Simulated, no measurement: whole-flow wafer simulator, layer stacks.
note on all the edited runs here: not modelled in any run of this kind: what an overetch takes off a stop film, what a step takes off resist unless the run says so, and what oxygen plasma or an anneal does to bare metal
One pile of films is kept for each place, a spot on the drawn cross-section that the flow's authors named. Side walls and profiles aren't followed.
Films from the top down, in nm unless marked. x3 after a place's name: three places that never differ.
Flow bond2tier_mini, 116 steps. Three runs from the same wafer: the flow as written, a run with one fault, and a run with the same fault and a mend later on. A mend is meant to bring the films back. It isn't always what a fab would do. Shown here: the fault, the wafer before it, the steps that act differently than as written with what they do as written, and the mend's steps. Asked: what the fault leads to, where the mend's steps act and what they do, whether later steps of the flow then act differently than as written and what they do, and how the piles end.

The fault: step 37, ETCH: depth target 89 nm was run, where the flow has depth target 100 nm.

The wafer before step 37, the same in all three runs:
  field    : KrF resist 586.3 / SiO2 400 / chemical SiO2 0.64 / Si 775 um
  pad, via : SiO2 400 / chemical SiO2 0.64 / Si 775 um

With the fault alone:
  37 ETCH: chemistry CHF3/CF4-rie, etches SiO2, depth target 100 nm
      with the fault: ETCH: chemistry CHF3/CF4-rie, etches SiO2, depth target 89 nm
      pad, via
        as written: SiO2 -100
        with the fault: SiO2 -89
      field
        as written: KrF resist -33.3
        with the fault: KrF resist -29.7
  Later steps of the flow that act differently than as written (3 more steps differ only slightly, by at most 2% or 0.5 nm, whichever is larger, and aren't shown):
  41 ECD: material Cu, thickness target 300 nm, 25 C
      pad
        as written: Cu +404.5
        with the fault: Cu +393
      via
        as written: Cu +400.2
        with the fault: Cu +389.1
  At the end the piles differ from the flow's by more than 2% or 0.5 nm, whichever is larger, at pad.
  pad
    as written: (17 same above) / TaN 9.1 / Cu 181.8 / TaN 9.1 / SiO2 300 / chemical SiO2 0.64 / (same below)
    with the fault: (17 same above) / TaN 9.1 / Cu 170.7 / TaN 9.2 / SiO2 311 / chemical SiO2 0.64 / (same below)

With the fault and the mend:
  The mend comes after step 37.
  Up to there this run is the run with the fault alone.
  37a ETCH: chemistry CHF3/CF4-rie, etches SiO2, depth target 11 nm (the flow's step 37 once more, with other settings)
      pad, via
        SiO2 -11
      field
        KrF resist -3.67
  No later step of the flow acts differently than as written at any place that is followed.
  At the end the piles are the same as the flow's at every place that both follow.
